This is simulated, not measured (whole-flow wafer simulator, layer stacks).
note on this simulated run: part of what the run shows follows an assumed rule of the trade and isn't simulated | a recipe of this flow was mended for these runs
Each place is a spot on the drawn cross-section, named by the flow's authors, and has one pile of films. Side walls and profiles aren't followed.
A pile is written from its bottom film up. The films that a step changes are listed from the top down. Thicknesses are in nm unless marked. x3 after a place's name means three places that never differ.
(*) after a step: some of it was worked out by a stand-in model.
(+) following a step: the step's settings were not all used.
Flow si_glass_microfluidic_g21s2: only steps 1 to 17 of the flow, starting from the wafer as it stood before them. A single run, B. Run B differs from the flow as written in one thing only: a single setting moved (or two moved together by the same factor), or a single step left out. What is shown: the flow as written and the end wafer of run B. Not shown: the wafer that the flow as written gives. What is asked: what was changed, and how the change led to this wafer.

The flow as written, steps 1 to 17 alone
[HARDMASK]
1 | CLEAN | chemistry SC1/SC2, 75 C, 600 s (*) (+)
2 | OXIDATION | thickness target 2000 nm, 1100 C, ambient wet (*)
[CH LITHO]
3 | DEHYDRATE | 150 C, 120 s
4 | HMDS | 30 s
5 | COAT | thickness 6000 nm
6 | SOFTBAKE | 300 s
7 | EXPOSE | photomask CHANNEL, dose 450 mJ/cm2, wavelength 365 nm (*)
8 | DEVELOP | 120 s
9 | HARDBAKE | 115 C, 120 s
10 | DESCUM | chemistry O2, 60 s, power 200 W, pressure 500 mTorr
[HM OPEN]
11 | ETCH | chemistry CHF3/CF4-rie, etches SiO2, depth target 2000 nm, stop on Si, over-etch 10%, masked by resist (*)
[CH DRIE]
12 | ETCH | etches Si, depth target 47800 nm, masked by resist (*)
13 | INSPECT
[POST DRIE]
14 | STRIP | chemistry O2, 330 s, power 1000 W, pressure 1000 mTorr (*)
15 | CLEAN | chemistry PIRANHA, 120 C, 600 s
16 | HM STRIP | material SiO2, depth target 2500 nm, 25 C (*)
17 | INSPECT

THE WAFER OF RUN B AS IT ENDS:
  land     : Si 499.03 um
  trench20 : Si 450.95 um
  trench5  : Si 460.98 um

Cause: step 2, OXIDATION: 1135 C was run, though the flow has 1100 C.

The path from the change to this, step by step:
  2 | OXIDATION | thickness target 2000 nm, 1100 C, ambient wet (*)
      land, trench20, trench5, trench200: +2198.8 SiO2 (new film), -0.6 chemical SiO2 (all of it), -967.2 Si (as written it would have been: +2000 SiO2 (new film), -0.6 chemical SiO2 (all of it), -879.7 Si)
  11 | ETCH | chemistry CHF3/CF4-rie, etches SiO2, depth target 2000 nm, stop on Si, over-etch 10%, masked by resist (*)
      trench20, trench5, trench200: -2198.8 SiO2 (all of it), -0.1 Si (as written it would have been: -2000 SiO2 (all of it), -16.7 Si)
  12 | ETCH | etches Si, depth target 47800 nm, masked by resist (*)
      trench5: -38.05 um Si (as written it would have been: -38.09 um Si)
      trench200: -54.11 um Si (as written it would have been: -54.08 um Si)
  16 | HM STRIP | material SiO2, depth target 2500 nm, 25 C (*)
      land: -2198.8 SiO2 (all of it) (as written it would have been: -2000 SiO2 (all of it))
